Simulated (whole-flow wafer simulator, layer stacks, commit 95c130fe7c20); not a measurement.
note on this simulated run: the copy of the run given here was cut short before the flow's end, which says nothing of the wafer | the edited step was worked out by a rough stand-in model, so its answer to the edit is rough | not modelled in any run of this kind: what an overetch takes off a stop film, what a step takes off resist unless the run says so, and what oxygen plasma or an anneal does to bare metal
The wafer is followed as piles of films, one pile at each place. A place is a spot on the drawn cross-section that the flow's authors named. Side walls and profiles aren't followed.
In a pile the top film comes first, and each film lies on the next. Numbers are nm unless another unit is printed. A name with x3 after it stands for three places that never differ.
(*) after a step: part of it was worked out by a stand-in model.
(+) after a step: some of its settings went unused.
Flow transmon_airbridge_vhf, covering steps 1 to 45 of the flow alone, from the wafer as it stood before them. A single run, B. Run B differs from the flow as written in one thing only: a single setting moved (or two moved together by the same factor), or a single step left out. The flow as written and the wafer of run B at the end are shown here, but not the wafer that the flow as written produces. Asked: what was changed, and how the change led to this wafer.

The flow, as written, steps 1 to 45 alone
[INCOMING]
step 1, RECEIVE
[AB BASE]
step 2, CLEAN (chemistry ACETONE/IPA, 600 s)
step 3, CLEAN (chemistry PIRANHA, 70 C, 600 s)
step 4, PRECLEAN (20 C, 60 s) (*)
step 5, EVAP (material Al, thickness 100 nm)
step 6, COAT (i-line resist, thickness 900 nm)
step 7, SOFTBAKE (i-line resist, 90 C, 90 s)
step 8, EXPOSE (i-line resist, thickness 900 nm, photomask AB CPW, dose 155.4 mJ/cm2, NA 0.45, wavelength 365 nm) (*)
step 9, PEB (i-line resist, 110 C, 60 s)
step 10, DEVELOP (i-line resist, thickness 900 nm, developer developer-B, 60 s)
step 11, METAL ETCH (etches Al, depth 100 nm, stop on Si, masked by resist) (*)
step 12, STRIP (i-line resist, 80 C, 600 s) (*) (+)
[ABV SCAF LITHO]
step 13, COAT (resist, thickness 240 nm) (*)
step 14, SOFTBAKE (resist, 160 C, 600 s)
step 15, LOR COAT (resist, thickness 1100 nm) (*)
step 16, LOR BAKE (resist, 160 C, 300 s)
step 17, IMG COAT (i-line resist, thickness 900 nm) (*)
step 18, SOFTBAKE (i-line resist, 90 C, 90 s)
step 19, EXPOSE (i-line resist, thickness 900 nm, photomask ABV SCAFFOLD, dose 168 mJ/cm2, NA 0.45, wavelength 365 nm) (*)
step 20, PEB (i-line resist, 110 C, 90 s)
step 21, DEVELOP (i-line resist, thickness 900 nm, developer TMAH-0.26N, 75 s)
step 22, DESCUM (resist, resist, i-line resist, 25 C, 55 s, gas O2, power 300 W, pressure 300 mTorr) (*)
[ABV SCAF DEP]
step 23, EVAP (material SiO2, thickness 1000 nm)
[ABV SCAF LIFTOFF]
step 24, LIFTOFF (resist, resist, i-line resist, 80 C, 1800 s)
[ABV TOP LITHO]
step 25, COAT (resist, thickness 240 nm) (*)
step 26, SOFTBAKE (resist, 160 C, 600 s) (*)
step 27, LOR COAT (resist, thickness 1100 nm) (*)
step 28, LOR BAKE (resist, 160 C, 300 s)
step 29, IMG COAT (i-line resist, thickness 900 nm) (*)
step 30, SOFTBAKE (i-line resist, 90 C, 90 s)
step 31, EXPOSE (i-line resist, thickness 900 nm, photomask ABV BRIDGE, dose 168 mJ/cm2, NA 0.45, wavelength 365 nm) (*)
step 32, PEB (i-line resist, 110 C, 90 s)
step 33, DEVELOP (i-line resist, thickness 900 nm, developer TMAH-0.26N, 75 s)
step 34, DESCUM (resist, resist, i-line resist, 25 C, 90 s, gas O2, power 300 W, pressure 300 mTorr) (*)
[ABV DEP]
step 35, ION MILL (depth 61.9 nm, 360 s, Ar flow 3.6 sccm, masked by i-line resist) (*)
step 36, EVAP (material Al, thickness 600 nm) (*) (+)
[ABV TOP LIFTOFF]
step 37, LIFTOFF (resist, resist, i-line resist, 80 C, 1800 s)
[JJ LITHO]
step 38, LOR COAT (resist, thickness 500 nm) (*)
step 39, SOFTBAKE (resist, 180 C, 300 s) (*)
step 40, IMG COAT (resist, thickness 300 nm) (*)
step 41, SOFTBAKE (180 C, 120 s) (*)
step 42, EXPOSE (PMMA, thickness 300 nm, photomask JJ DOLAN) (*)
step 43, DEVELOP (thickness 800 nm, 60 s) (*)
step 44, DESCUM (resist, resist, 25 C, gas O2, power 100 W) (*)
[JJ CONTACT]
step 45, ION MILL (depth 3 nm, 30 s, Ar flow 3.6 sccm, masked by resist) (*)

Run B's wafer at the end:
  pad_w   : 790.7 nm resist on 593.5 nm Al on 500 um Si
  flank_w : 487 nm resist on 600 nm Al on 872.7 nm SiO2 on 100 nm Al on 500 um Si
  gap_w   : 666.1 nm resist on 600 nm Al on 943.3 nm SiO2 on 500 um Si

Cause: step 35, ION MILL: depth 97.5 nm was run, whereas the flow has depth 61.9 nm; step 35, ION MILL: 567 s was run, where the flow has 360 s.

How this came from the change, step by step:
  step 35, ION MILL (depth 61.9 nm, 360 s, Ar flow 3.6 sccm, masked by i-line resist) (*)
      field x3, jj_line, ground_far, trace_open_s x2, margin_s, margin_n: -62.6 i-line resist (in the flow as written it would be: -39.7 i-line resist)
      flank_w, gap_w, cpw_trace, gap_e, flank_e, bridge_strip: -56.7 SiO2 (in the flow as written it would be: -36 SiO2)
      (and at 2 other places as well)
  step 37, LIFTOFF (resist, resist, i-line resist, 80 C, 1800 s)
      field x3, jj_line, trace_open_s x2: -600 Al (all of it), -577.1 i-line resist (all of it), -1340 resist (all of it) (in the flow as written it would be: -600 Al (all of it), -600 i-line resist (all of it), -1340 resist (all of it))
      margin_s, margin_n: -600 Al (all of it), -295.4 i-line resist (all of it), -992 resist (all of it) (in the flow as written it would be: -600 Al (all of it), -318.3 i-line resist (all of it), -992 resist (all of it))
      (and at 1 other place as well)
